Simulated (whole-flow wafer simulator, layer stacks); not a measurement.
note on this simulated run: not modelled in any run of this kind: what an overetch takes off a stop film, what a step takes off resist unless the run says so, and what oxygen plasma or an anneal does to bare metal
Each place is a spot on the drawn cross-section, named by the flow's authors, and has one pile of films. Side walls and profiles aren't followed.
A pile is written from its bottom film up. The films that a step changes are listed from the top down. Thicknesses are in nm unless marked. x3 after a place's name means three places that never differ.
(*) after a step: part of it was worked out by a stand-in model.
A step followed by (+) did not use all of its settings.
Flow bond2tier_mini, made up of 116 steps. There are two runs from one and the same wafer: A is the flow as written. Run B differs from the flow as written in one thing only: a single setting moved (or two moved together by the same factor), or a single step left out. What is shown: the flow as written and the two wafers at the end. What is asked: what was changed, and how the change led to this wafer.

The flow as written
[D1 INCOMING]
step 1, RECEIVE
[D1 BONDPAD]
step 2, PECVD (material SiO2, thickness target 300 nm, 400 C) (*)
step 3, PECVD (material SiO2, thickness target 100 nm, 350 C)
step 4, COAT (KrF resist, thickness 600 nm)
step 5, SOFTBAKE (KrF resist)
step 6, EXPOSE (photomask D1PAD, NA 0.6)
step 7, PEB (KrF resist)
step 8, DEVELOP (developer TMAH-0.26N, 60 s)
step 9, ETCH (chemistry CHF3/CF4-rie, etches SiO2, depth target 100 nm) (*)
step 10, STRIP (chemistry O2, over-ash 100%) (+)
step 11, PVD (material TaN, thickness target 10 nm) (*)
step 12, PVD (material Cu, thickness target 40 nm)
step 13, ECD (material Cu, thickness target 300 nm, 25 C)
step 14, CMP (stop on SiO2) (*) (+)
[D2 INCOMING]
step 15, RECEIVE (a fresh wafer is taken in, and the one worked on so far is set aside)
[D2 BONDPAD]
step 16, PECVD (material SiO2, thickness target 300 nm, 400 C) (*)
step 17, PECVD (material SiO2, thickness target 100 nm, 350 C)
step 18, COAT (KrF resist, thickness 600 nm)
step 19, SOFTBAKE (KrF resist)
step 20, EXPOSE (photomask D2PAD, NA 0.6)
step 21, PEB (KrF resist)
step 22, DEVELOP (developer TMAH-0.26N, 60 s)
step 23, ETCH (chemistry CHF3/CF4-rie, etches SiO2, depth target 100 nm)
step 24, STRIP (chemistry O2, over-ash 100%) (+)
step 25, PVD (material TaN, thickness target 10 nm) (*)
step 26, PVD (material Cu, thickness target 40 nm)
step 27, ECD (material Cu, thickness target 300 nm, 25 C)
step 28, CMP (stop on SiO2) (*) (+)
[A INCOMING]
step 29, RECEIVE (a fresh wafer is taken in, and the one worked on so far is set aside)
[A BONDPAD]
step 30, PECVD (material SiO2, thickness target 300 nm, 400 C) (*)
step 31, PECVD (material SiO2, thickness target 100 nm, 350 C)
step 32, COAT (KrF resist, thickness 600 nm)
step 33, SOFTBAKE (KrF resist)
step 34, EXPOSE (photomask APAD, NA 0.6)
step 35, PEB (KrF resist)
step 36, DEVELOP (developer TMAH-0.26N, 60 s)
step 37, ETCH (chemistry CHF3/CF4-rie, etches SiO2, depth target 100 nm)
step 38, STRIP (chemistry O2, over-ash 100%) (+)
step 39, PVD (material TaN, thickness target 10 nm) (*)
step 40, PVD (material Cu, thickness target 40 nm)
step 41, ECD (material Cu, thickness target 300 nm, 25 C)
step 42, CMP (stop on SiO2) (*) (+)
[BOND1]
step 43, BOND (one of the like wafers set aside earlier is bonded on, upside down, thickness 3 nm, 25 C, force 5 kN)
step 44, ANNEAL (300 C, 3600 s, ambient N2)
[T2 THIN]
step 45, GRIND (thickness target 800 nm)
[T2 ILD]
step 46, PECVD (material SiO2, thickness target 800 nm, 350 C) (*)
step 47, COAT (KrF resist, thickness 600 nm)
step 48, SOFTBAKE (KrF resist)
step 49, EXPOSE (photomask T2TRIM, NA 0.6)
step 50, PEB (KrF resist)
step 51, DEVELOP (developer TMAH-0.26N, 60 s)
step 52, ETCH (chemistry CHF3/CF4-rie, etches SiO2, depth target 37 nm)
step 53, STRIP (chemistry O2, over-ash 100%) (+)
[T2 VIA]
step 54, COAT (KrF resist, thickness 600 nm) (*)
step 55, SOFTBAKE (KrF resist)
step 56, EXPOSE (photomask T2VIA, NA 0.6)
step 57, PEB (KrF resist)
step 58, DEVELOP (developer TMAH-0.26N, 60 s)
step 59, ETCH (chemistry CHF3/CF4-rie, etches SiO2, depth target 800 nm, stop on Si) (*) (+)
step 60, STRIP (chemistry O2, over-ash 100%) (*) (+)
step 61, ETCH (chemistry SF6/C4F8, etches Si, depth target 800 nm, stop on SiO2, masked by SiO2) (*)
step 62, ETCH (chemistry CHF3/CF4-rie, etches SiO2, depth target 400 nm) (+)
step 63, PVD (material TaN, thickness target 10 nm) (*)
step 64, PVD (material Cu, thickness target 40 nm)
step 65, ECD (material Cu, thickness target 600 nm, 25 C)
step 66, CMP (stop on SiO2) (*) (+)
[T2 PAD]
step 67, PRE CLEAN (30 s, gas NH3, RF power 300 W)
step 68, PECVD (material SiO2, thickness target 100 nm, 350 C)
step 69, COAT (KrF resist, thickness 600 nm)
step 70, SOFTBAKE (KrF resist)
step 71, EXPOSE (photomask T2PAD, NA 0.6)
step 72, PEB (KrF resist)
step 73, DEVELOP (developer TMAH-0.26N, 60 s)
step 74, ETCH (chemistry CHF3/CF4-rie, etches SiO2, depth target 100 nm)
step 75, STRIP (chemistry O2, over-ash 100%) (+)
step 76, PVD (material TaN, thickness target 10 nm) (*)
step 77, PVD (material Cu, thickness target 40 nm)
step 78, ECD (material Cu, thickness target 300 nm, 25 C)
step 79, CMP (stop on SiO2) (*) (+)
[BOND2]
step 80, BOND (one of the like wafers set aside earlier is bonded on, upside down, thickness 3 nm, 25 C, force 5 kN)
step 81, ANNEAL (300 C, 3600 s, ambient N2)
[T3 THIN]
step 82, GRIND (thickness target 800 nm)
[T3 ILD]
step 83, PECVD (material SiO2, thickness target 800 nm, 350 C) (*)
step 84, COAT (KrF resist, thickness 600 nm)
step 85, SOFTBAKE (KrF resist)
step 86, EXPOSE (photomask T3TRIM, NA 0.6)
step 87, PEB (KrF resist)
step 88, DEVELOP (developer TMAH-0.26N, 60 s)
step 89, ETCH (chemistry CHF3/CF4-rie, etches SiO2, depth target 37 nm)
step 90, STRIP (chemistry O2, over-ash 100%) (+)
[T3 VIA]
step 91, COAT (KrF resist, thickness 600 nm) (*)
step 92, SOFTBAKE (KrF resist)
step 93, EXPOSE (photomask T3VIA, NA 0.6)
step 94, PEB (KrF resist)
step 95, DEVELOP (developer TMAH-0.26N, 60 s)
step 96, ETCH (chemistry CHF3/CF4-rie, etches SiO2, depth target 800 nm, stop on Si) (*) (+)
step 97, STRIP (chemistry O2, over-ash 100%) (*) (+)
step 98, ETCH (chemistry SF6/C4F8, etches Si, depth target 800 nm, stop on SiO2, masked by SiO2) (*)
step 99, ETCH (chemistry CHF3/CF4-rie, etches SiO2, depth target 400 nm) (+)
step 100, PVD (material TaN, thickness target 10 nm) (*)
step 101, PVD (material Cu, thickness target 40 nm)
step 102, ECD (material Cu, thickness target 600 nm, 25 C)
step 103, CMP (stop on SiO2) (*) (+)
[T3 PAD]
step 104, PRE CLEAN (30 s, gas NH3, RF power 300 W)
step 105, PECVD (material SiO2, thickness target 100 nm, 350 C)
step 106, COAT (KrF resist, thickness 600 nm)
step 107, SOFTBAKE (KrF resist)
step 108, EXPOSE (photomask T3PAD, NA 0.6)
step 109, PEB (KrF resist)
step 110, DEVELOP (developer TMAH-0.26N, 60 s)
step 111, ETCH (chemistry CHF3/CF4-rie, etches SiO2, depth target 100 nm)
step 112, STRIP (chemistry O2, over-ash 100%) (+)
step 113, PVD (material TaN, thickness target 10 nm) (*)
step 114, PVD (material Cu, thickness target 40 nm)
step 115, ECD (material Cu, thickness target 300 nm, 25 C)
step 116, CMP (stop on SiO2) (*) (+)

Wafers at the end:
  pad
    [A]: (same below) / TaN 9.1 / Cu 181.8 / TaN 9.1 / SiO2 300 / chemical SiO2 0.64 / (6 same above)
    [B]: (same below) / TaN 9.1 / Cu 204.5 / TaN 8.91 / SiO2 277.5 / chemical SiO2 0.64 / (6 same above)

What caused this: step 23, ETCH: depth target 122.5 nm was run, whereas the flow has depth target 100 nm.

Step by step, how the change led to this:
  step 23, ETCH (chemistry CHF3/CF4-rie, etches SiO2, depth target 100 nm)
      pad, via: A -100 SiO2 | B -122.5 SiO2
      field: A -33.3 KrF resist | B -40.8 KrF resist
  step 26, PVD (material Cu, thickness target 40 nm)
      pad: A +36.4 Cu (new film) | B +35.6 Cu (new film)
  step 27, ECD (material Cu, thickness target 300 nm, 25 C)
      pad: A +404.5 Cu | B +427.9 Cu
      via: A +400.2 Cu | B +422.8 Cu
  step 80, BOND (one of the like wafers set aside earlier is bonded on, upside down, thickness 3 nm, 25 C, force 5 kN)
      pad: A +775 um Si (new film), +0.64 chemical SiO2 (new film), +300 SiO2 (new film), +9.1 TaN (new film), +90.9 Cu | B +775 um Si (new film), +0.64 chemical SiO2 (new film), +277.5 SiO2 (new film), +8.91 TaN (new film), +113.6 Cu
